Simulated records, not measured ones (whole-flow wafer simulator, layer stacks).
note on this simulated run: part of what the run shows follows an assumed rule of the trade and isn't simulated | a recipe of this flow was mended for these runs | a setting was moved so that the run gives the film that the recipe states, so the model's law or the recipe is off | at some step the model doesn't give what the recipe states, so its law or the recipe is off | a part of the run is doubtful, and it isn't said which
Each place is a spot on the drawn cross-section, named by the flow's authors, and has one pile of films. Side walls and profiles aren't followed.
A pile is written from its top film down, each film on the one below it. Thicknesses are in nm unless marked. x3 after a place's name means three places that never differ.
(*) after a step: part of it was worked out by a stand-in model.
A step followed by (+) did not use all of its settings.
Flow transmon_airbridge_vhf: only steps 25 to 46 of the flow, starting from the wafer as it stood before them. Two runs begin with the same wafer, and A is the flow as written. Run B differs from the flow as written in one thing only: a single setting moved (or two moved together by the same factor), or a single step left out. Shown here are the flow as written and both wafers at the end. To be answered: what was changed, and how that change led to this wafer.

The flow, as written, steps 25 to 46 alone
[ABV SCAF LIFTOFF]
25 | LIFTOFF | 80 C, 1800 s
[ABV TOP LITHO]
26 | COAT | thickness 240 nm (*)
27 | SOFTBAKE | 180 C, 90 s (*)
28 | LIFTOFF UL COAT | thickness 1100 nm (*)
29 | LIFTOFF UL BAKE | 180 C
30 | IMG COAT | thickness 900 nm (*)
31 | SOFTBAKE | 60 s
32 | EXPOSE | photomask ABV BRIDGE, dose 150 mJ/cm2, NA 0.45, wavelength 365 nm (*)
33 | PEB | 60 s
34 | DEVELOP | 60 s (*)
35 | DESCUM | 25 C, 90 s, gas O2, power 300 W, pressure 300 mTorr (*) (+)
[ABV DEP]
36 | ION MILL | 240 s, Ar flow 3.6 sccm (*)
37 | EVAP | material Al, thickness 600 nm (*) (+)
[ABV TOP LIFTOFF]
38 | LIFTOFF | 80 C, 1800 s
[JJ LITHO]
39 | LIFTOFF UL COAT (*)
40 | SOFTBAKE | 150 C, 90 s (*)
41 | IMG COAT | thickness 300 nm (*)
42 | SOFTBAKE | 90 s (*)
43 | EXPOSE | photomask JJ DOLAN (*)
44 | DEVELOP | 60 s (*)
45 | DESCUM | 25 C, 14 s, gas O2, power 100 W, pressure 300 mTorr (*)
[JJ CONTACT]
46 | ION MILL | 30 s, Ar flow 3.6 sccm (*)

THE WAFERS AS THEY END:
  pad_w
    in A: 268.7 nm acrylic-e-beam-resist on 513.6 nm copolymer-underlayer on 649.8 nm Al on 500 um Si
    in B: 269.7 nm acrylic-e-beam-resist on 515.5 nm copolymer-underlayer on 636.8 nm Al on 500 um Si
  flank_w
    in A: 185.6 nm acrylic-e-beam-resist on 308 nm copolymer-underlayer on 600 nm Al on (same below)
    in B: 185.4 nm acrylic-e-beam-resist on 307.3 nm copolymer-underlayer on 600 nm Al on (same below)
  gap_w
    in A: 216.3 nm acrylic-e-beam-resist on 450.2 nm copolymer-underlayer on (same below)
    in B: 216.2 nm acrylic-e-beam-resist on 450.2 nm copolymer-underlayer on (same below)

Cause: step 26, COAT: thickness 240 nm (*), was omitted.

The path from the change to this, step by step:
  28 | LIFTOFF UL COAT | thickness 1100 nm (*)
      margin_s, margin_n: A +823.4 lift-off-underlayer (new film) | B +799.3 lift-off-underlayer (new film)
      flank_w: A +832.3 lift-off-underlayer (new film) | B +783.1 lift-off-underlayer (new film)
      (as well as at 1 more place)
  30 | IMG COAT | thickness 900 nm (*)
      margin_s, margin_n: A +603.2 i-line-resist (new film) | B +575.2 i-line-resist (new film)
      flank_w: A +755.9 i-line-resist (new film) | B +732.1 i-line-resist (new film)
      (as well as at 3 more places)
  33 | PEB | 60 s
      flank_w, flank_e: A -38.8 i-line-resist | B -37.5 i-line-resist
      margin_s, margin_n: A -30.7 i-line-resist | B -29.2 i-line-resist
      (as well as at 2 more places)
  34 | DEVELOP | 60 s (*)
      pad_w: A -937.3 i-line-resist (all of it), -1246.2 lift-off-underlayer (all of it) | B -948.4 i-line-resist (all of it), -1269.8 lift-off-underlayer (all of it), -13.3 Al
      pad_e: A -937 i-line-resist (all of it), -1245.7 lift-off-underlayer (all of it) | B -948.4 i-line-resist (all of it), -1269.8 lift-off-underlayer (all of it), -13.3 Al
      (as well as at 4 more places)
  35 | DESCUM | 25 C, 90 s, gas O2, power 300 W, pressure 300 mTorr (*) (+)
      flank_w, flank_e: A -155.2 acrylic-e-beam-resist (all of it) | B nothing
      gap_w, gap_e: A -211.2 acrylic-e-beam-resist (all of it) | B nothing
      (as well as at 13 more places)
  38 | LIFTOFF | 80 C, 1800 s
      field x3, jj_line, trace_open_s x2: A -600 Al (all of it), -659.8 i-line-resist (all of it), -1100 lift-off-underlayer (all of it), -240 acrylic-e-beam-resist (all of it) | B -600 Al (all of it), -613 i-line-resist (all of it), -1100 lift-off-underlayer (all of it)
      margin_s, margin_n: A -600 Al (all of it), -378.2 i-line-resist (all of it), -823.4 lift-off-underlayer (all of it), -168.6 acrylic-e-beam-resist (all of it) | B -600 Al (all of it), -304.9 i-line-resist (all of it), -799.3 lift-off-underlayer (all of it)
      (as well as at 1 more place)
